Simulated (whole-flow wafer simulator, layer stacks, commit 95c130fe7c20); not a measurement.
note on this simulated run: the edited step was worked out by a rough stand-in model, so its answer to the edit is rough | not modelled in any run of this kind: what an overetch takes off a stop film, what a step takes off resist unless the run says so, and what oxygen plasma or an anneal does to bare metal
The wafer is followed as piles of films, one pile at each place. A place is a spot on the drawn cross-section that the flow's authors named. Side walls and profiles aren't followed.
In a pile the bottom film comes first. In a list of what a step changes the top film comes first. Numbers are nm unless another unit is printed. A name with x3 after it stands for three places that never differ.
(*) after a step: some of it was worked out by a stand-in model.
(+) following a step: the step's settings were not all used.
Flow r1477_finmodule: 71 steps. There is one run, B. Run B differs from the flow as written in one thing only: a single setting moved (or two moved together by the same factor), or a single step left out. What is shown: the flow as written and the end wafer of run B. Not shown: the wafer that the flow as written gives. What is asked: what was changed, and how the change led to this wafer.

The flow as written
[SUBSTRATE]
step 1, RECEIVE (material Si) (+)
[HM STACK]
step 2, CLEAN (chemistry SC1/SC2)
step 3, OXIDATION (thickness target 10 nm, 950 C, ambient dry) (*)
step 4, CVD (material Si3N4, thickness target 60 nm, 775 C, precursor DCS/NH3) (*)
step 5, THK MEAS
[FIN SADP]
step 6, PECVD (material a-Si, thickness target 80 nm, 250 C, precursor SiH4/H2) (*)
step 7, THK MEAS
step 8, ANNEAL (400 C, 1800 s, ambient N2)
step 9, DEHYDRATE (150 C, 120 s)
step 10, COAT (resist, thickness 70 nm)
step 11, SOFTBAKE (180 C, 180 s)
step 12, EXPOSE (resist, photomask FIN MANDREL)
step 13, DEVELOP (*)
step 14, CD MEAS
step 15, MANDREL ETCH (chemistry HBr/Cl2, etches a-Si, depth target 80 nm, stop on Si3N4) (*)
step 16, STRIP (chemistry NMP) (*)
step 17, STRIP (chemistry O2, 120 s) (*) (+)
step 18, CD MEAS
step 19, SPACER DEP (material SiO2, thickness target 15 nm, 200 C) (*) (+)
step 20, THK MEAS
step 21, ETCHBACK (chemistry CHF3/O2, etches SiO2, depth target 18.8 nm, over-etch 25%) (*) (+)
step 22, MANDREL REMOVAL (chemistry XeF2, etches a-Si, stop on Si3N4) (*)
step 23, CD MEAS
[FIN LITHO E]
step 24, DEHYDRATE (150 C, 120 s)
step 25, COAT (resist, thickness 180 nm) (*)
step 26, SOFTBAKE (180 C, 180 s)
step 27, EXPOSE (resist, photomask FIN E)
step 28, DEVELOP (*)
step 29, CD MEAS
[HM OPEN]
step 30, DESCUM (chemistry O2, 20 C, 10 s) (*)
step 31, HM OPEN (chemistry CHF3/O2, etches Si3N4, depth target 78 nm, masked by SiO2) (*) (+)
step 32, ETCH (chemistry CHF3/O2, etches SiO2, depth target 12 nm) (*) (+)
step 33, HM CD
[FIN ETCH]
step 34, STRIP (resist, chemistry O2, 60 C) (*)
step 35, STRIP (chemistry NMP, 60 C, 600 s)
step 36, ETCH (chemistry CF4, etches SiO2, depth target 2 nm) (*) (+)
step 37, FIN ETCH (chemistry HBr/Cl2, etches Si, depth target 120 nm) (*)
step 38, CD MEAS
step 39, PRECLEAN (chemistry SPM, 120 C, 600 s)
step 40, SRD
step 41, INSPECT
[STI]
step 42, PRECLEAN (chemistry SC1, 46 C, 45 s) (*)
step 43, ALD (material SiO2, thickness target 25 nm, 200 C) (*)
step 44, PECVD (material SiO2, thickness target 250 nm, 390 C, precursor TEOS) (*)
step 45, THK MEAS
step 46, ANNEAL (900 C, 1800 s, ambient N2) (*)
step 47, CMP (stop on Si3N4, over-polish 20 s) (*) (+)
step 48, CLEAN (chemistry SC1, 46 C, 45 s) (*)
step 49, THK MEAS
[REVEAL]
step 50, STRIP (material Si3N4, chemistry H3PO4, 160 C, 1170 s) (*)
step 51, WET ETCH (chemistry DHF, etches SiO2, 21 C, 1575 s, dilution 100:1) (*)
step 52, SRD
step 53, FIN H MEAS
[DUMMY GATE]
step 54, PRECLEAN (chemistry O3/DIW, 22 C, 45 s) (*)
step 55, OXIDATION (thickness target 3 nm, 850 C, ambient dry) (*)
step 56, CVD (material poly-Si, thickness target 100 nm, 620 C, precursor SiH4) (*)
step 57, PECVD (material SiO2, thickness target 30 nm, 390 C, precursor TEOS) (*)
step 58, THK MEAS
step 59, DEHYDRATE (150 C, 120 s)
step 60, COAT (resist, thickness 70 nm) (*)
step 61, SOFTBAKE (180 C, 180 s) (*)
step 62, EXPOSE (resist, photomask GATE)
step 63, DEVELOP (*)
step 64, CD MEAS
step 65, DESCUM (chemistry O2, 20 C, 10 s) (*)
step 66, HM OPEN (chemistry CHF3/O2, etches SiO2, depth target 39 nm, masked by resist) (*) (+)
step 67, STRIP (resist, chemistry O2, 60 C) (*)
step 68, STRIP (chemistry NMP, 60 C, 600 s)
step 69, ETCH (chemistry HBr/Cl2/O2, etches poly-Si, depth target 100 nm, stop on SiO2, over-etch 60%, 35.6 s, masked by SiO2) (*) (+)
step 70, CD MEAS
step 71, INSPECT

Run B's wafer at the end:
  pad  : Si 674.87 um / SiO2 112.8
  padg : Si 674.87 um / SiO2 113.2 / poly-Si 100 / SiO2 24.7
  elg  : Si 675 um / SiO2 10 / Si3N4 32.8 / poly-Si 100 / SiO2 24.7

The reason: step 51, WET ETCH: 18 C was run, though the flow has 21 C.

Step by step, how the change led to this:
  step 51, WET ETCH (chemistry DHF, etches SiO2, 21 C, 1575 s, dilution 100:1) (*)
      pad, padg, e40sg and 12 more: -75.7 SiO2 (as written it would have been: -85.7 SiO2)
      elg, e40lg, e100lg, e200lg, elo, e40lo, e100lo, e200lo: -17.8 SiO2 (all of it), -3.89 Si3N4 (as written it would have been: -17.8 SiO2 (all of it), -4.97 Si3N4)
      (as well as at 7 more places)
  step 56, CVD (material poly-Si, thickness target 100 nm, 620 C, precursor SiH4) (*)
      s40cg, s40co: +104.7 poly-Si (new film) (as written it would have been: +113.9 poly-Si (new film))
      s45cg, s45co: +104.2 poly-Si (new film) (as written it would have been: +113.4 poly-Si (new film))
      (as well as at 3 more places)
  step 60, COAT (resist, thickness 70 nm) (*)
      e40sg, eso, e40so: +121 resist (new film) (as written it would have been: +129.5 resist (new film))
      e100sg, e100so: +121 resist (new film) (as written it would have been: +129.4 resist (new film))
      (as well as at 8 more places)
  step 63, DEVELOP (*)
      eso, e40so: -121 resist (all of it) (as written it would have been: -129.5 resist (all of it))
      e100so: -121 resist (all of it) (as written it would have been: -129.4 resist (all of it))
      (as well as at 4 more places)
  step 67, STRIP (resist, chemistry O2, 60 C) (*)
      e40sg: -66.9 resist (all of it) (as written it would have been: -75.4 resist (all of it))
      e100sg: -66.9 resist (all of it) (as written it would have been: -75.3 resist (all of it))
      (as well as at 4 more places)
  step 69, ETCH (chemistry HBr/Cl2/O2, etches poly-Si, depth target 100 nm, stop on SiO2, over-etch 60%, 35.6 s, masked by SiO2) (*) (+)
      s40co: -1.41 chemical SiO2 (all of it), -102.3 poly-Si (all of it), -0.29 SiO2 (as written it would have been: -1.46 chemical SiO2 (all of it), -111.5 poly-Si (all of it), -0.24 SiO2)
      s45co: -1.41 chemical SiO2 (all of it), -101.8 poly-Si (all of it), -0.29 SiO2 (as written it would have been: -1.46 chemical SiO2 (all of it), -110.9 poly-Si (all of it), -0.25 SiO2)
      (as well as at 1 more place)
